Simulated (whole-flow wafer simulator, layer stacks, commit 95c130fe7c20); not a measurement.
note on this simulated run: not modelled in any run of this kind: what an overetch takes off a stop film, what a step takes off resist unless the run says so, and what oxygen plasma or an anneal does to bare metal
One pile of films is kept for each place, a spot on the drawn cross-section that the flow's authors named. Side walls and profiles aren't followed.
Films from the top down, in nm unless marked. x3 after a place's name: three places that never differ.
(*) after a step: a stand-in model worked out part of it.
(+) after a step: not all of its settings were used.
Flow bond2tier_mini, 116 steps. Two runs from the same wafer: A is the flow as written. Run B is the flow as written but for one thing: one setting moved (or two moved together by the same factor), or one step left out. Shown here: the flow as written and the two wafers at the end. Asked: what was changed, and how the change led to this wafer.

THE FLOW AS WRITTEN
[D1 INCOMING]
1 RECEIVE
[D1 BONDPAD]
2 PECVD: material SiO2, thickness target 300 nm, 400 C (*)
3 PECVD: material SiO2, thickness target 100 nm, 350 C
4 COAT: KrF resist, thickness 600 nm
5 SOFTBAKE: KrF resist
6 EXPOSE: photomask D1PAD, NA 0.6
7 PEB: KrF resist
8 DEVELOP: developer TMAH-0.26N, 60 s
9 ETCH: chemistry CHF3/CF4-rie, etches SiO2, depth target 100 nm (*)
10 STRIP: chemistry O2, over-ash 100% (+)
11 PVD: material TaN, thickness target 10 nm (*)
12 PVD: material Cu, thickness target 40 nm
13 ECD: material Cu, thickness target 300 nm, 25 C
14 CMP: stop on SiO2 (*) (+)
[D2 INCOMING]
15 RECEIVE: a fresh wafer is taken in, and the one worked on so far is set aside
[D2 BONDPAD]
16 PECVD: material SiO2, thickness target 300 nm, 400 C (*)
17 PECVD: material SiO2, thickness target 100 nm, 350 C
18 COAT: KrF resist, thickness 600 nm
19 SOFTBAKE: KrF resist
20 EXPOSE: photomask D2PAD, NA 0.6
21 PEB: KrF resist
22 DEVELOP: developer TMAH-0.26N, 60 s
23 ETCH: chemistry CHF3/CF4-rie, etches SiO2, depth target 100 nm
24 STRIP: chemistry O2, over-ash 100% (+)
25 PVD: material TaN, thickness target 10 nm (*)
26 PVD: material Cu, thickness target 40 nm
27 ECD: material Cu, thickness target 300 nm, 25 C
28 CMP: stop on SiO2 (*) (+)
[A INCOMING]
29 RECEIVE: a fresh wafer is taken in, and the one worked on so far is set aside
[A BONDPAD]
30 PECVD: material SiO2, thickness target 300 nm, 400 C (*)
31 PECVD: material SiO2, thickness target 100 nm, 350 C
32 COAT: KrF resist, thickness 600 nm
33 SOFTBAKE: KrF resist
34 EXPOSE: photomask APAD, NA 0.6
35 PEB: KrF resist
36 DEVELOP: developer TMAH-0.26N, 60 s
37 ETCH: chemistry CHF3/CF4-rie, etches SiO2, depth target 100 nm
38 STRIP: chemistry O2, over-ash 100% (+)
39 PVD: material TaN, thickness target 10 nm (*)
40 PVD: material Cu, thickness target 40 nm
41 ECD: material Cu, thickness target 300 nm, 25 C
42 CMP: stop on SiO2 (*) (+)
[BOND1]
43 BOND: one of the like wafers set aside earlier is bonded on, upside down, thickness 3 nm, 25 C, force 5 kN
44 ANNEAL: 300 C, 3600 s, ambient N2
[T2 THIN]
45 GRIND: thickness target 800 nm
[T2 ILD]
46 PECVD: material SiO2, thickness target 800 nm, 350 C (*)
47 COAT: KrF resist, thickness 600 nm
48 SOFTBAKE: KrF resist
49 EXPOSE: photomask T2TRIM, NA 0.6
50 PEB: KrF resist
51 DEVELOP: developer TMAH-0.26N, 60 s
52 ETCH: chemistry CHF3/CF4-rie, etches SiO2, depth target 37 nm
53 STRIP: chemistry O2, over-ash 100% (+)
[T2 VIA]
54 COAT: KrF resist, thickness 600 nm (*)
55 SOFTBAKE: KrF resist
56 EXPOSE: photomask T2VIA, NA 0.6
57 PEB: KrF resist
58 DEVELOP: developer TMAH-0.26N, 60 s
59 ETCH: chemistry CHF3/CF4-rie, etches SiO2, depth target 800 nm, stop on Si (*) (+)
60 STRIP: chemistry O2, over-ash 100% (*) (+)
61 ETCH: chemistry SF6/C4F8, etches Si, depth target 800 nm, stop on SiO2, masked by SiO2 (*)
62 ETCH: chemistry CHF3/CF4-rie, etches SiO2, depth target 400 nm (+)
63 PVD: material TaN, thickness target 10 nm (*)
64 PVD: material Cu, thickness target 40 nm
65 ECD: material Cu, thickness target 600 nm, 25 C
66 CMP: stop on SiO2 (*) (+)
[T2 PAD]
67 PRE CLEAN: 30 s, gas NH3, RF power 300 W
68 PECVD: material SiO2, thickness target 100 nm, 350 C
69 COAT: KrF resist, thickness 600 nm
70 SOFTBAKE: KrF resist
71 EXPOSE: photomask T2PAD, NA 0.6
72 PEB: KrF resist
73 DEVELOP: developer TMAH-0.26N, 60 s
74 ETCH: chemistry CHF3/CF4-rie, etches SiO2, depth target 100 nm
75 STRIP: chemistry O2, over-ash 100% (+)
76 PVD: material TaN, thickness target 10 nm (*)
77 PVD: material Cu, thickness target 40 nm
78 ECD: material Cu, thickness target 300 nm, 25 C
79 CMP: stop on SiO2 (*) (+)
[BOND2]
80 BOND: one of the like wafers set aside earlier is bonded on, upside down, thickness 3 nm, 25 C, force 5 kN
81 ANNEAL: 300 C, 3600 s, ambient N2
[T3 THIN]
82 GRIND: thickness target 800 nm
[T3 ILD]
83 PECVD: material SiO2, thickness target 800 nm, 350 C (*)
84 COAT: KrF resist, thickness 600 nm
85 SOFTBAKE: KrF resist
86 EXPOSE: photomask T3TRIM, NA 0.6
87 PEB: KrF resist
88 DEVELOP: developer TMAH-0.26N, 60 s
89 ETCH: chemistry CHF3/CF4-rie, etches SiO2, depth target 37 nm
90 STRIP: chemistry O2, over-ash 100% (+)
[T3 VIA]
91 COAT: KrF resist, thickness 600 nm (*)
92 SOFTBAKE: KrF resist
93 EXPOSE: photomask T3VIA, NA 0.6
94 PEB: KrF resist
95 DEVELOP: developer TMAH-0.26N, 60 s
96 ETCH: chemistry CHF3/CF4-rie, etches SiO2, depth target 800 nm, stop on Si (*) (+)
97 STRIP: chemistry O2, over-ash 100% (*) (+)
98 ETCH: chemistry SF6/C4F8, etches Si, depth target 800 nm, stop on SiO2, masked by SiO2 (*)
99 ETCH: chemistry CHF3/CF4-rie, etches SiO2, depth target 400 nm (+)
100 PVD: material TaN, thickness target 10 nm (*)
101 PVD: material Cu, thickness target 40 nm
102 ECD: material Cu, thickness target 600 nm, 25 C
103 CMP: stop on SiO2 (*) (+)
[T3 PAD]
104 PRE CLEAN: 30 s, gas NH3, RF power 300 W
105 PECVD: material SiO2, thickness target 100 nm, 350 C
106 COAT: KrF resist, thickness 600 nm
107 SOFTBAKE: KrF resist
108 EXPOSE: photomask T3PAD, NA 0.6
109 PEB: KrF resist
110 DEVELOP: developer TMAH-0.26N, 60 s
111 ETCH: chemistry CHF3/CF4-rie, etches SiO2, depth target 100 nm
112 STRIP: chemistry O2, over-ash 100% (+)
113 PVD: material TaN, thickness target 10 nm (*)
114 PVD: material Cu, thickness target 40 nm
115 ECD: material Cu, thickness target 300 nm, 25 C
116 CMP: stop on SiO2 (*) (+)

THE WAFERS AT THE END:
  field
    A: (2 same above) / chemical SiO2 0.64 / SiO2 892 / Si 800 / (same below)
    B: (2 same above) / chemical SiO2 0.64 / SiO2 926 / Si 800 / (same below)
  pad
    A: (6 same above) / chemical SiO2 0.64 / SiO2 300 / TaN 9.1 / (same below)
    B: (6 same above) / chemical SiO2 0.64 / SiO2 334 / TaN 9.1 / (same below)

The cause: step 17, PECVD: thickness target 134 nm was run, where the flow has thickness target 100 nm.

How the change led to this, step by step:
  17 PECVD: material SiO2, thickness target 100 nm, 350 C
      field, pad, via: A SiO2 +100 | B SiO2 +134
  80 BOND: one of the like wafers set aside earlier is bonded on, upside down, thickness 3 nm, 25 C, force 5 kN
      field: A Si +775 um (new film), chemical SiO2 +0.64 (new film), SiO2 +400 | B Si +775 um (new film), chemical SiO2 +0.64 (new film), SiO2 +434
      pad: A Si +775 um (new film), chemical SiO2 +0.64 (new film), SiO2 +300 (new film), TaN +9.1 (new film), Cu +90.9 | B Si +775 um (new film), chemical SiO2 +0.64 (new film), SiO2 +334 (new film), TaN +9.1 (new film), Cu +90.9
